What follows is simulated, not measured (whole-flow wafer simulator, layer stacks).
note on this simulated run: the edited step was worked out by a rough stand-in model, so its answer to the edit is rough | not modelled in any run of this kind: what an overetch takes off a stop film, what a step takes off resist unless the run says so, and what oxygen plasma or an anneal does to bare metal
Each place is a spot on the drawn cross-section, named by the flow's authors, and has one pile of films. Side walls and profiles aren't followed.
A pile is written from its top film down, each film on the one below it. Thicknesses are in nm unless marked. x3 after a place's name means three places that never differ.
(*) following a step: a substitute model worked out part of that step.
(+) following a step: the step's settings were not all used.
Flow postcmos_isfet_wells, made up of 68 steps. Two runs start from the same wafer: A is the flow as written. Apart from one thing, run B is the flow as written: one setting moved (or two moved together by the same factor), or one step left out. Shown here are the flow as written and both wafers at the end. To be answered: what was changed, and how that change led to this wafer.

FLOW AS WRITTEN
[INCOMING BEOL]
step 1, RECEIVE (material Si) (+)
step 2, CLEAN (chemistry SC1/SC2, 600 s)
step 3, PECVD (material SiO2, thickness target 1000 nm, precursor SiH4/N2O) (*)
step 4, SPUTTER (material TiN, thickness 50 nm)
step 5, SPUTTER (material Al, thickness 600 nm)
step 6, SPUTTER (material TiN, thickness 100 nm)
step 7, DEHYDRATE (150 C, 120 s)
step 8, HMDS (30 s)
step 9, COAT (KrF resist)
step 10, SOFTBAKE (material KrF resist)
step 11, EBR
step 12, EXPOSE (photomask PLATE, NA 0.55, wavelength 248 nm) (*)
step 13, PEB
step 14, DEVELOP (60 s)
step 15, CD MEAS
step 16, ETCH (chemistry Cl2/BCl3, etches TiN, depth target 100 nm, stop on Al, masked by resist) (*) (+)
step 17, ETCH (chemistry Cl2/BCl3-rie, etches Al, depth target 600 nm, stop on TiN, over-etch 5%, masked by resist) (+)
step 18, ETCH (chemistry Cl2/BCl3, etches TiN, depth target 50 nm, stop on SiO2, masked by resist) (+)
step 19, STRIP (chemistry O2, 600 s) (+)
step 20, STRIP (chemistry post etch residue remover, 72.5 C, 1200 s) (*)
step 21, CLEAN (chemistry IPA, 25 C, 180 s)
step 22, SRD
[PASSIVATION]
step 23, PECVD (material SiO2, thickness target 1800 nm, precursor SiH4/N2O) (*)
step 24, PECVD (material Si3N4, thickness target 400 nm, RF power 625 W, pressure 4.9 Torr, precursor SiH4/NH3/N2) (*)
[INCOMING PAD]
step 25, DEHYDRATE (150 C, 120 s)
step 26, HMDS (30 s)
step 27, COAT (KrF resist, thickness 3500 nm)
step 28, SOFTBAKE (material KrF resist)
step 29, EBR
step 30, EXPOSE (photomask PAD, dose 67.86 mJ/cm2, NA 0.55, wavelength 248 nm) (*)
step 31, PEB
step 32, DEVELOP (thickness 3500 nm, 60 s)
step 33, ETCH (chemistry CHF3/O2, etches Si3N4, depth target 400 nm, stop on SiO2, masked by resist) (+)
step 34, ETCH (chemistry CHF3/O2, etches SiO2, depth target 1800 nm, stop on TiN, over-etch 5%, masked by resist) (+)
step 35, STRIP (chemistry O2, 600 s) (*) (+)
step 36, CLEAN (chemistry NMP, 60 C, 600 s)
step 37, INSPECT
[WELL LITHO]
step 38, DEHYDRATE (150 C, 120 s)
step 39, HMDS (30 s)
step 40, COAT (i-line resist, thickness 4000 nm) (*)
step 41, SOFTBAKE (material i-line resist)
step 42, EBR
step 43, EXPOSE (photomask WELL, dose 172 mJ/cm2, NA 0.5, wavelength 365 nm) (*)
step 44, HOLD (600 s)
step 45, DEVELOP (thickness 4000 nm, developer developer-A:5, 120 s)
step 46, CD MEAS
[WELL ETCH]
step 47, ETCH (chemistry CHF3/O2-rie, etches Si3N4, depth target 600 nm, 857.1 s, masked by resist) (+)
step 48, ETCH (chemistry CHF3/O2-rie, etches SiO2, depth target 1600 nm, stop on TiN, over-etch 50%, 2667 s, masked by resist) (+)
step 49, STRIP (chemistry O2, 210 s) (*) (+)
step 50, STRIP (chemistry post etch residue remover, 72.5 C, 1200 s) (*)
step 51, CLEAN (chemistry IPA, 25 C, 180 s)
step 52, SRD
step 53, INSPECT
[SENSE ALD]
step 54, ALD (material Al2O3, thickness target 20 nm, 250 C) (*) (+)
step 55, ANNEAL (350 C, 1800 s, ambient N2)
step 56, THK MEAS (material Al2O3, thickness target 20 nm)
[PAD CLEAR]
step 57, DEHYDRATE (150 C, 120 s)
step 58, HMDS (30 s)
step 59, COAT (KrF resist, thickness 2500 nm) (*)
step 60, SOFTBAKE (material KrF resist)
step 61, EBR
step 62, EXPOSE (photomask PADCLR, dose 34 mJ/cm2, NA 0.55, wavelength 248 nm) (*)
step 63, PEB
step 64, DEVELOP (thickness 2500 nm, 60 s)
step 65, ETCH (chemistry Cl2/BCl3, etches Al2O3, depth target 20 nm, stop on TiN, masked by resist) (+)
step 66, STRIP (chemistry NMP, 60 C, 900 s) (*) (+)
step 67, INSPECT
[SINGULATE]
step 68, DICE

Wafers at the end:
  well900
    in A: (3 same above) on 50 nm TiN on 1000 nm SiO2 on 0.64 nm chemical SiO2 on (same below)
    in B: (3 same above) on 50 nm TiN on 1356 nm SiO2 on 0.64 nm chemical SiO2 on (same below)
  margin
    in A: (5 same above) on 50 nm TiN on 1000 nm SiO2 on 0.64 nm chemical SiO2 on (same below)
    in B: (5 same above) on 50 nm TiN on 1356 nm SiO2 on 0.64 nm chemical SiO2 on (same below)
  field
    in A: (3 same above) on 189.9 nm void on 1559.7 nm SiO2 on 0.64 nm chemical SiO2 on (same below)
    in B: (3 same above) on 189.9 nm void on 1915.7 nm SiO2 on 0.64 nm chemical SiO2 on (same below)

The reason: step 3, PECVD: thickness target 1356 nm was run, whereas the flow has thickness target 1000 nm.
The wafer itself shows it: well900 has SiO2 1356, and step 3 as written asks for 1000 nm.

How this came from the change, step by step:
  step 3, PECVD (material SiO2, thickness target 1000 nm, precursor SiH4/N2O) (*)
      field, margin, well900, well1300 x3, pad_rim, pad_clr, pad_open: A +1000 SiO2 (new film) | B +1356 SiO2 (new film)
